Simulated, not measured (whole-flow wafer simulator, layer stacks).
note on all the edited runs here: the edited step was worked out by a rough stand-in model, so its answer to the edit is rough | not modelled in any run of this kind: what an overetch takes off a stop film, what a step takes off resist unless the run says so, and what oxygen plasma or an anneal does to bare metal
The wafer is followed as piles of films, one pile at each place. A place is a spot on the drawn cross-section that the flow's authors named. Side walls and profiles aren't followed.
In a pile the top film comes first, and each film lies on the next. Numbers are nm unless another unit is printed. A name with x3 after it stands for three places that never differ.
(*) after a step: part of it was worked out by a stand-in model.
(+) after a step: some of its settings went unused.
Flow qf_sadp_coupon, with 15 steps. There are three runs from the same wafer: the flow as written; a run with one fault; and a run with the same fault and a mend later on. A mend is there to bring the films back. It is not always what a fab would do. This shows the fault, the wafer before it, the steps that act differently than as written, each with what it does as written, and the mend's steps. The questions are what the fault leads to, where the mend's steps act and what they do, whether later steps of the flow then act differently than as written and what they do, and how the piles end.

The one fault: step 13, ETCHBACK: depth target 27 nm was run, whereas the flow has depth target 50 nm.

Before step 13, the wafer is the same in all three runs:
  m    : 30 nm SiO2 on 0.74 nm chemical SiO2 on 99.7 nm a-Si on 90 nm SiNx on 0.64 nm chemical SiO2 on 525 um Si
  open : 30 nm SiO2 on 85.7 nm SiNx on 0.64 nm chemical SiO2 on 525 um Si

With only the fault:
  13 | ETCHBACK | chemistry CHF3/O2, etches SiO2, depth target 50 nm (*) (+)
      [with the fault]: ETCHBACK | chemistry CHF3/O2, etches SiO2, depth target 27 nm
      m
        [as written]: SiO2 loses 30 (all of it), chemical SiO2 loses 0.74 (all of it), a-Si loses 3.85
        [with the fault]: SiO2 loses 27
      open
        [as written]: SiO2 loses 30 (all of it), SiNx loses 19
        [with the fault]: SiO2 loses 27
  Steps later in the flow that act otherwise than as written:
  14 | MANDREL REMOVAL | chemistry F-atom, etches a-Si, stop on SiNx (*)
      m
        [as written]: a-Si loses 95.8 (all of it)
        [with the fault]: nothing
  The piles end different from the flow's at m, open by more than 2% or 0.5 nm, whichever is larger.
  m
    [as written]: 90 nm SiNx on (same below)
    [with the fault]: 3 nm SiO2 on 0.74 nm chemical SiO2 on 99.7 nm a-Si on 90 nm SiNx on (same below)
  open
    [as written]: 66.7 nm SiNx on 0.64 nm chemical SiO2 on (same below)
    [with the fault]: 3 nm SiO2 on 85.7 nm SiNx on 0.64 nm chemical SiO2 on (same below)

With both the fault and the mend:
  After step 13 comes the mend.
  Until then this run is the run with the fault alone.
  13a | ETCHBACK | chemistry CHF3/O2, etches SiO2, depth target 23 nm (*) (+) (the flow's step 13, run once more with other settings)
      m
        SiO2 loses 3 (all of it), chemical SiO2 loses 0.74 (all of it), a-Si loses 3.85
      open
        SiO2 loses 3 (all of it), SiNx loses 19
  Later steps of the flow that are run all act as written at every place that is followed.
  At every place that both follow, the piles at the end match the flow's.
